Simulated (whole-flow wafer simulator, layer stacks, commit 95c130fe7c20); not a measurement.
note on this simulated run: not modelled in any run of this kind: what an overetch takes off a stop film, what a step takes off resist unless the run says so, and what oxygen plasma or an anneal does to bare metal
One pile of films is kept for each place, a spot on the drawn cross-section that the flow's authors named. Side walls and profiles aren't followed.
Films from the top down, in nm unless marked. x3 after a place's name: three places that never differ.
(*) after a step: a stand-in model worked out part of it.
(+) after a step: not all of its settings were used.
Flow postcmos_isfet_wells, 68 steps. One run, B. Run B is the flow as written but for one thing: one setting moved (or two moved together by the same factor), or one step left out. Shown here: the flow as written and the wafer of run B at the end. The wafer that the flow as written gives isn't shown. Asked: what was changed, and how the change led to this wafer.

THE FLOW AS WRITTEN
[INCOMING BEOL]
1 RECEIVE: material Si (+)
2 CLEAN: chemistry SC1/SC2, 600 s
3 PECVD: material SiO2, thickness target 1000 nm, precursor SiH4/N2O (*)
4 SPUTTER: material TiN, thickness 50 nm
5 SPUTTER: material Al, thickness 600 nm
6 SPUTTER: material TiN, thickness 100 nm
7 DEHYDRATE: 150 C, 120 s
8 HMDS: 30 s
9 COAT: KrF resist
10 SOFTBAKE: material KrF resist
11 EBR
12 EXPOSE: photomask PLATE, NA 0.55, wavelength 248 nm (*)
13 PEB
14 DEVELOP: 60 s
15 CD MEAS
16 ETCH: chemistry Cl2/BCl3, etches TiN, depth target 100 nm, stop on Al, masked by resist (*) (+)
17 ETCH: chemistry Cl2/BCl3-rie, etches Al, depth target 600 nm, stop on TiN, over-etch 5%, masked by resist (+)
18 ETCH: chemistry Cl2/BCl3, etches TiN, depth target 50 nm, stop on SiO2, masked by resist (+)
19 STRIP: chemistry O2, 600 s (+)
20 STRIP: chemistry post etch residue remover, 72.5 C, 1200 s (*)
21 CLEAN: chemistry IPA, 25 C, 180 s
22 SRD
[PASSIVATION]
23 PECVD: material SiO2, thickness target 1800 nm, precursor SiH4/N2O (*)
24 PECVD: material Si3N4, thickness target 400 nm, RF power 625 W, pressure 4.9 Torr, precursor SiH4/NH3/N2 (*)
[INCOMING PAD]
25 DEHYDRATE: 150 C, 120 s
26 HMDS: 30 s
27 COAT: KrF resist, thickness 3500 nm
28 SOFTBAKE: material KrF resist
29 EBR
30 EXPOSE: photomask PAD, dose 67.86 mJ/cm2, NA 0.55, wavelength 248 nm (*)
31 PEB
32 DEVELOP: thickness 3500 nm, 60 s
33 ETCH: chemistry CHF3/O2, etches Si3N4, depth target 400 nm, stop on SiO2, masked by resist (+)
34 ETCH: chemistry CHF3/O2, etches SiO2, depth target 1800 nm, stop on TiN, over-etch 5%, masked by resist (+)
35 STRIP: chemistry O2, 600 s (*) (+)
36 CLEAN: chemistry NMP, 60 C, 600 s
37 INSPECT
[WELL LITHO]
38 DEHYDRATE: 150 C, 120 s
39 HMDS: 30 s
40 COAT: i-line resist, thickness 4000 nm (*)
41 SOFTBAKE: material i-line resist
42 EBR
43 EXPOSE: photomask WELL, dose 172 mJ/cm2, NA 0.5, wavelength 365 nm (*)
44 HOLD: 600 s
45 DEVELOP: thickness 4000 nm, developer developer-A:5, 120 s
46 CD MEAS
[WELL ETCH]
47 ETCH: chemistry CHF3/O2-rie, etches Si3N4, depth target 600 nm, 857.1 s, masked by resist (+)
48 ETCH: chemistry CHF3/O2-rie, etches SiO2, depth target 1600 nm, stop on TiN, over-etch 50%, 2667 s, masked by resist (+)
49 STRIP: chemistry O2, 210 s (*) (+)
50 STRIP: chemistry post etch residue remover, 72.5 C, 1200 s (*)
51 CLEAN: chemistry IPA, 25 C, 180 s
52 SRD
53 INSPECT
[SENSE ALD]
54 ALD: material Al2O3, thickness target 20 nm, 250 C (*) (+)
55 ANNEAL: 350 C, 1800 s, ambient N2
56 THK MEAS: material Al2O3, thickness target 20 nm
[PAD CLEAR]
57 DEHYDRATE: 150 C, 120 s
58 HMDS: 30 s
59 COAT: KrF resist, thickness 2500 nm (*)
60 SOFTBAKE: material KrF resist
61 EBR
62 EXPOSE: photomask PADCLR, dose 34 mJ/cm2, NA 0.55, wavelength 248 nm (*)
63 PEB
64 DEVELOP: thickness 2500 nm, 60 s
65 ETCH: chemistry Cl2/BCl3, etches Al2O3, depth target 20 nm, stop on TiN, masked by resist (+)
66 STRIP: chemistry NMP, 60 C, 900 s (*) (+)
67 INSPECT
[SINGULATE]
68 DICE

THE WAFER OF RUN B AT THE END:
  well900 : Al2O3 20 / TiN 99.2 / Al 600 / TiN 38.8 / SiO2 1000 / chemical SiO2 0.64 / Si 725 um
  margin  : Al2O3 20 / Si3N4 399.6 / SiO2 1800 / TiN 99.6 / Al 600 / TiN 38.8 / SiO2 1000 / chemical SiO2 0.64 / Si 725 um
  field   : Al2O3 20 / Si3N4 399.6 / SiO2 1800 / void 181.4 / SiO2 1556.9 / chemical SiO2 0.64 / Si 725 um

The cause: step 4, SPUTTER: thickness 38.8 nm was run, where the flow has thickness 50 nm.
It can be read off the wafer: well900 has TiN 38.8, and step 4 as written asks for 50 nm.

How the change led to this, step by step:
  4 SPUTTER: material TiN, thickness 50 nm
      field, margin, well900, well1300 x3, pad_rim, pad_clr, pad_open: TiN +38.8 (new film) (as written it would be: TiN +50 (new film))
  18 ETCH: chemistry Cl2/BCl3, etches TiN, depth target 50 nm, stop on SiO2, masked by resist (+)
      field: TiN -38.8 (all of it) (as written it would be: TiN -50 (all of it))
  23 PECVD: material SiO2, thickness target 1800 nm, precursor SiH4/N2O (*)
      field: SiO2 +1800 (new film), void +181.4 (new film), SiO2 +556.9 (as written it would be: SiO2 +1800 (new film), void +189.9 (new film), SiO2 +559.7)
